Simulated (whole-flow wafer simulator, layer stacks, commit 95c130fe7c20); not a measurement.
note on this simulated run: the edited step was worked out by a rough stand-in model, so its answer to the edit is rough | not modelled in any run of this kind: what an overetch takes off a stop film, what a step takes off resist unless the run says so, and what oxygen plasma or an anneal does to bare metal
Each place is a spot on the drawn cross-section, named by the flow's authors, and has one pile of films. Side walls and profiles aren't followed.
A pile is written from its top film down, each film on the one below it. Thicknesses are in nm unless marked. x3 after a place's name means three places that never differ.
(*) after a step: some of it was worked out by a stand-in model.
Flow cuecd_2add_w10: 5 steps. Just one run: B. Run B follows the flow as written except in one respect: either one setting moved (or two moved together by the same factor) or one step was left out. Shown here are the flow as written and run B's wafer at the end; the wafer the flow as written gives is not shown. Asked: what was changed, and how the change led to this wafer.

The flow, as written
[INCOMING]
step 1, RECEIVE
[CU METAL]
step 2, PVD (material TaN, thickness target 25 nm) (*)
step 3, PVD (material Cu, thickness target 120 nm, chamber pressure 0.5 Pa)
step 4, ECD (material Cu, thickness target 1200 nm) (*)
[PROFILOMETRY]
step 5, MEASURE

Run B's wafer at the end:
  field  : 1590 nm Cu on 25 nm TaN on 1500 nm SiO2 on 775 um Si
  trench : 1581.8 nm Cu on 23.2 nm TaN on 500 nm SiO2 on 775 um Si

What caused this: step 4, ECD: thickness target 1470 nm was run, while the flow as written has thickness target 1200 nm.

The path from the change to this, step by step:
  step 4, ECD (material Cu, thickness target 1200 nm) (*)
      field, trench: +1470 Cu (as written it would have been: +1200 Cu)
